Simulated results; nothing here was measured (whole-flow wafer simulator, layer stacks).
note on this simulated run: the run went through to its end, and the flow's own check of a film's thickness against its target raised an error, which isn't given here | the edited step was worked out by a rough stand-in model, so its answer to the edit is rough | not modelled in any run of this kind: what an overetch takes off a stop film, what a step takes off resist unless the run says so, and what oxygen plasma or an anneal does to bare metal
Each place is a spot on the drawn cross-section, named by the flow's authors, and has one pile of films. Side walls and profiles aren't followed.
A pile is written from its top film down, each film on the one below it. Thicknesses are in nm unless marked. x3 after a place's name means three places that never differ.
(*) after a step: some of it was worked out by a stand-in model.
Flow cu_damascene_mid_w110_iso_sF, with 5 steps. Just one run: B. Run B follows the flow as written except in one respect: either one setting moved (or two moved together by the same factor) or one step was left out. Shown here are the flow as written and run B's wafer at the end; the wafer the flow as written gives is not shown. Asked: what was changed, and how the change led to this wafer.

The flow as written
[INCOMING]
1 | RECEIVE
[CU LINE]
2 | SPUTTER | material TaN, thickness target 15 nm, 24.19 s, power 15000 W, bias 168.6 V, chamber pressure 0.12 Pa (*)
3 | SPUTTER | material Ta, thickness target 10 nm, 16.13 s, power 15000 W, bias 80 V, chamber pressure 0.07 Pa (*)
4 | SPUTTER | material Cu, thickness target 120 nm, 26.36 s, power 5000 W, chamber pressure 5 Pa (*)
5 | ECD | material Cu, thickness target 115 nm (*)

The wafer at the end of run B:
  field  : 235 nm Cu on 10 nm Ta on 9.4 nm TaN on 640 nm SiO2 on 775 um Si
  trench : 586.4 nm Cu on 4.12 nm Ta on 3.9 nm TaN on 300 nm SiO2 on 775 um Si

What caused this: step 2, SPUTTER: thickness target 9.4 nm was run, whereas the flow has thickness target 15 nm; step 2, SPUTTER: 15.12 s was run, where the flow has 24.19 s.
The wafer lets one read it off: field has TaN 9.4, and step 2 as written asks for 15 nm.

How this came from the change, step by step:
  2 | SPUTTER | material TaN, thickness target 15 nm, 24.19 s, power 15000 W, bias 168.6 V, chamber pressure 0.12 Pa (*)
      field: +9.4 TaN (new film) (in the flow as written it would be: +15 TaN (new film))
      trench: +3.9 TaN (new film) (in the flow as written it would be: +6.23 TaN (new film))
